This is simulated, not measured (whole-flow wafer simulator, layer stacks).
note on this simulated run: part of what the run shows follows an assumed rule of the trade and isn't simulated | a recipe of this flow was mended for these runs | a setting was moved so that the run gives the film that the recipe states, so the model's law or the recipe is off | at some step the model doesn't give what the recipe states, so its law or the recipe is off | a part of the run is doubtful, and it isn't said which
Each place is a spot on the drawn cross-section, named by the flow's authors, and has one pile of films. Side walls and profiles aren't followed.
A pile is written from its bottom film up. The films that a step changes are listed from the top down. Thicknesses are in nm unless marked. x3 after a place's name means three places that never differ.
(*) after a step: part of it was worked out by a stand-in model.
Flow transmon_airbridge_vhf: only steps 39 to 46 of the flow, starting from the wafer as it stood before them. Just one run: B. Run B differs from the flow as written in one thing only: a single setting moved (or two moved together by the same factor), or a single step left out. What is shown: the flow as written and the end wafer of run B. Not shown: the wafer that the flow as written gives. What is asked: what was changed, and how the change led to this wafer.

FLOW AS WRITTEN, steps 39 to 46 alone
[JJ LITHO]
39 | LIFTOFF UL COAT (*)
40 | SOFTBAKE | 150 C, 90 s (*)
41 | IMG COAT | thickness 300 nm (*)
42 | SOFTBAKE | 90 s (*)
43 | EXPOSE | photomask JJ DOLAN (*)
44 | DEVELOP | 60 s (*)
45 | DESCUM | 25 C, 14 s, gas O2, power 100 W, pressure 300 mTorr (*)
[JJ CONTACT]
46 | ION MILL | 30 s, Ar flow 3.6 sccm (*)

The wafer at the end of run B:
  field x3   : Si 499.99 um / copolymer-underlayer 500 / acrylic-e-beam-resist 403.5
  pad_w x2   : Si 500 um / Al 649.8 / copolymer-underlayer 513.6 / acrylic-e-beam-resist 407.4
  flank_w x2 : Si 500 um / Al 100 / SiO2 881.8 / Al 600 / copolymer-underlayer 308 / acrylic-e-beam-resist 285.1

What caused this: step 41, IMG COAT: thickness 435 nm was run, though the flow has thickness 300 nm.

How this came from the change, step by step:
  41 | IMG COAT | thickness 300 nm (*)
      field x3, jj_line, ground_far x3: acrylic-e-beam-resist gains 435 (new film) (as written it would have been: acrylic-e-beam-resist gains 300 (new film))
      pad_w x2: acrylic-e-beam-resist gains 438.9 (new film) (as written it would have been: acrylic-e-beam-resist gains 300.2 (new film))
      (as well as at 8 more places)
  44 | DEVELOP | 60 s (*)
      jj_line: acrylic-e-beam-resist loses 435 (all of it), copolymer-underlayer loses 500 (all of it) (as written it would have been: acrylic-e-beam-resist loses 300 (all of it), copolymer-underlayer loses 500 (all of it))
